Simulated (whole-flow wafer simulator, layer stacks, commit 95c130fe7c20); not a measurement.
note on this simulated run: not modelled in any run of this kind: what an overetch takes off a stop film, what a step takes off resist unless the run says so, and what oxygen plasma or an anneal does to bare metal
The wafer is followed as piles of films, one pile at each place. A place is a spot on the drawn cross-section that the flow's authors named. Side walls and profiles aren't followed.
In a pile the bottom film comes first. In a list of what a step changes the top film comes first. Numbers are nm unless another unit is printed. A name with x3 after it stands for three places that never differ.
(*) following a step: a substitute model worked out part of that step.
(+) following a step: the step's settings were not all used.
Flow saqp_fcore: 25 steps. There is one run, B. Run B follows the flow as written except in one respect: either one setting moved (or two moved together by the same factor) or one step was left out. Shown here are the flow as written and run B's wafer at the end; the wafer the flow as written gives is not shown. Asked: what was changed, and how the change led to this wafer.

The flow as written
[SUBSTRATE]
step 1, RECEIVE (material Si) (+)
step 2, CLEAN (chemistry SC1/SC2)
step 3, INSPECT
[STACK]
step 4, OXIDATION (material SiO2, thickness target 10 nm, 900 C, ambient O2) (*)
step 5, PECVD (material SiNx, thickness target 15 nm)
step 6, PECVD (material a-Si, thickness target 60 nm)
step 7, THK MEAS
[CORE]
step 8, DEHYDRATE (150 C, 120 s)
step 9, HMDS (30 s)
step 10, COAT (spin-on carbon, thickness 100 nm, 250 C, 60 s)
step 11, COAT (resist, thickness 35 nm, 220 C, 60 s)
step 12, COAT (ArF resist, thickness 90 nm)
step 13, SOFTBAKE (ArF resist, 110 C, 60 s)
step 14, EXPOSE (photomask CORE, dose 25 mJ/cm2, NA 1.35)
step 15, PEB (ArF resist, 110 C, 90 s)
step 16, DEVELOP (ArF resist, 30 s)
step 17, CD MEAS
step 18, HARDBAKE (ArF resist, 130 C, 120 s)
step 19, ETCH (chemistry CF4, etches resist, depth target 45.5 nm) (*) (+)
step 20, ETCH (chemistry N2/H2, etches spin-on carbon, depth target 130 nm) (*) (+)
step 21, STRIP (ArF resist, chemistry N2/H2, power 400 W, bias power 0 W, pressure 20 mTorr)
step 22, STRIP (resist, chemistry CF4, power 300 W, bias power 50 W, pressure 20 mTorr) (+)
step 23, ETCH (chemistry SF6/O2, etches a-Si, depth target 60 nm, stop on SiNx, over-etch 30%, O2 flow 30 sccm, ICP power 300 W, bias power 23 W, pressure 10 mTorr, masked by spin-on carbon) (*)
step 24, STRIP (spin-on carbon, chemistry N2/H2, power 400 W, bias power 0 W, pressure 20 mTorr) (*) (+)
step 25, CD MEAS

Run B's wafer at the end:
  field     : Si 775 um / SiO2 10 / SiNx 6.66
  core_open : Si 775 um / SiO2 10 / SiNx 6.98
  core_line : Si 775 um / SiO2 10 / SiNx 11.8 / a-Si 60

What caused this: step 5, PECVD: thickness target 11.8 nm was run, while the flow as written has thickness target 15 nm.
The wafer lets one read it off: core_line has SiNx 11.8, and step 5 as written asks for 15 nm.

The path from the change to this, step by step:
  step 5, PECVD (material SiNx, thickness target 15 nm)
      field, core_open, core_line: SiNx gains 11.8 (new film) (in the flow as written it would be: SiNx gains 15 (new film))
